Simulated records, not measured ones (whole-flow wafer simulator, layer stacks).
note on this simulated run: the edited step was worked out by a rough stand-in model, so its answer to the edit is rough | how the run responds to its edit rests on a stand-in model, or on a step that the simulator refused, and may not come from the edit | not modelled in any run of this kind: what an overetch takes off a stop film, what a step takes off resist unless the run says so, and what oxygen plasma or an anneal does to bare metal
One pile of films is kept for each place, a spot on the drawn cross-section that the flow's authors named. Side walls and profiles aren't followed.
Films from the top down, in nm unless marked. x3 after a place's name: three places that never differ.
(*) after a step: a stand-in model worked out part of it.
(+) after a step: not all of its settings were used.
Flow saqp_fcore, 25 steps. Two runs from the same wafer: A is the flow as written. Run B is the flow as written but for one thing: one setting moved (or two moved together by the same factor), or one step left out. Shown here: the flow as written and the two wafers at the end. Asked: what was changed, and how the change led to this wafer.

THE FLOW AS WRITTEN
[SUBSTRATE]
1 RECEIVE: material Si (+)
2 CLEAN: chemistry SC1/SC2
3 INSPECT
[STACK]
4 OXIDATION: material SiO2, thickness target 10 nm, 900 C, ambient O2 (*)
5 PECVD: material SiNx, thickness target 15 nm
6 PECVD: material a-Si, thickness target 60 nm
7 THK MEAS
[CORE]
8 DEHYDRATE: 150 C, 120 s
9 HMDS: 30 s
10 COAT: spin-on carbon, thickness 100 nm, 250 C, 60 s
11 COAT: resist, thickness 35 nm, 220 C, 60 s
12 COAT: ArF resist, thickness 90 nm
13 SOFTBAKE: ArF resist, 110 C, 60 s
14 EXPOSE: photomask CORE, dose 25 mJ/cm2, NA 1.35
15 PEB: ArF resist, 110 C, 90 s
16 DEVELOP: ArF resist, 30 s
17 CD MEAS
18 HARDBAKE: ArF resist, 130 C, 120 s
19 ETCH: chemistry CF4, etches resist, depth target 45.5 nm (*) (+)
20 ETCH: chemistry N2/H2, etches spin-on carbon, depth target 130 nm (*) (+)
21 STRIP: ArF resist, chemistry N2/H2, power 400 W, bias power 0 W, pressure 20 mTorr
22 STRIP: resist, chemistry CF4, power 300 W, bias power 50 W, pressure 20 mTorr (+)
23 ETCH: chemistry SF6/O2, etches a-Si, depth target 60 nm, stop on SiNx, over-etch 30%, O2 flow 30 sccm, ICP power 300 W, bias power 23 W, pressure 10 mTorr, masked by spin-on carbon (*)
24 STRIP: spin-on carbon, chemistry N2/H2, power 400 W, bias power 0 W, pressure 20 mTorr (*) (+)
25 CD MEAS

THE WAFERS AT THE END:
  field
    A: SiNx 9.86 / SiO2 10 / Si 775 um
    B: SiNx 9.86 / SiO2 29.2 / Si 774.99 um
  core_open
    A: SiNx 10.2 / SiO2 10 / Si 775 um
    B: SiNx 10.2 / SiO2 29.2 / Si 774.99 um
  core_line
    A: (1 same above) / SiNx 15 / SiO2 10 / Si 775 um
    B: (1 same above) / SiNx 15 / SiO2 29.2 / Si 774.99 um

The cause: step 4, OXIDATION: 1012 C was run, where the flow has 900 C.

How the change led to this, step by step:
  4 OXIDATION: material SiO2, thickness target 10 nm, 900 C, ambient O2 (*)
      field, core_open, core_line: A SiO2 +10 (new film), chemical SiO2 -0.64 (all of it), Si -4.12 | B SiO2 +29.2 (new film), chemical SiO2 -0.64 (all of it), Si -12.6
